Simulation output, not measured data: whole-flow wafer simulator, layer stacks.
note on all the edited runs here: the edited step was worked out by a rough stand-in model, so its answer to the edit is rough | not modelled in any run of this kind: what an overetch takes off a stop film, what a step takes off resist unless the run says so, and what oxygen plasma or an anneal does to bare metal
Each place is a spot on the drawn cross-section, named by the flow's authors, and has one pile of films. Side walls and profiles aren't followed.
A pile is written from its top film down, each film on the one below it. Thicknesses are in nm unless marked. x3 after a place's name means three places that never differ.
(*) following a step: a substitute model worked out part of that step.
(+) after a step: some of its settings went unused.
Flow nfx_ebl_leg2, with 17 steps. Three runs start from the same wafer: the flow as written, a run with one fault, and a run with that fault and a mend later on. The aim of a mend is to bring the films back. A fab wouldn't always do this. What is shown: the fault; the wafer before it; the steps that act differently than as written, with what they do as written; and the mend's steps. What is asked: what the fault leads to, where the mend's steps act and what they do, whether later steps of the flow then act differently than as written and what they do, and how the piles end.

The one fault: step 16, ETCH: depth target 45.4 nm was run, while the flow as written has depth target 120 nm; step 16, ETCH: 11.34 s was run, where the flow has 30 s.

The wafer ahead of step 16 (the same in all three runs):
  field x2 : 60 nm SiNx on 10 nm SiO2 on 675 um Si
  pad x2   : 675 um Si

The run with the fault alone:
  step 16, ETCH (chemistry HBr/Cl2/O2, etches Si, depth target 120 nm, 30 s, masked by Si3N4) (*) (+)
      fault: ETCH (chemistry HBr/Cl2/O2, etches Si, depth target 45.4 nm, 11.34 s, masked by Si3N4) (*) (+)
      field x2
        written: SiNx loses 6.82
        fault: SiNx loses 2.58
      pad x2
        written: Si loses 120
        fault: Si loses 45.4
  Every later step of the flow that is run acts as written at every place that is followed.
  The piles end different from the flow's at field x2 by more than 2% or 0.5 nm, whichever is larger.
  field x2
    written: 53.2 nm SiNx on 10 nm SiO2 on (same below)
    fault: 57.4 nm SiNx on 10 nm SiO2 on (same below)

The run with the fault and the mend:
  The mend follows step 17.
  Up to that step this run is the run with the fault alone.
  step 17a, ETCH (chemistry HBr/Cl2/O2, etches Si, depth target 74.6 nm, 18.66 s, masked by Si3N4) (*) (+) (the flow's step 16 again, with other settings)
      field x2
        SiNx loses 4.24
      pad x2
        Si loses 74.6
  Every later step of the flow that is run acts as written at every place that is followed.
  The piles end the same as the flow's at every place that both follow.
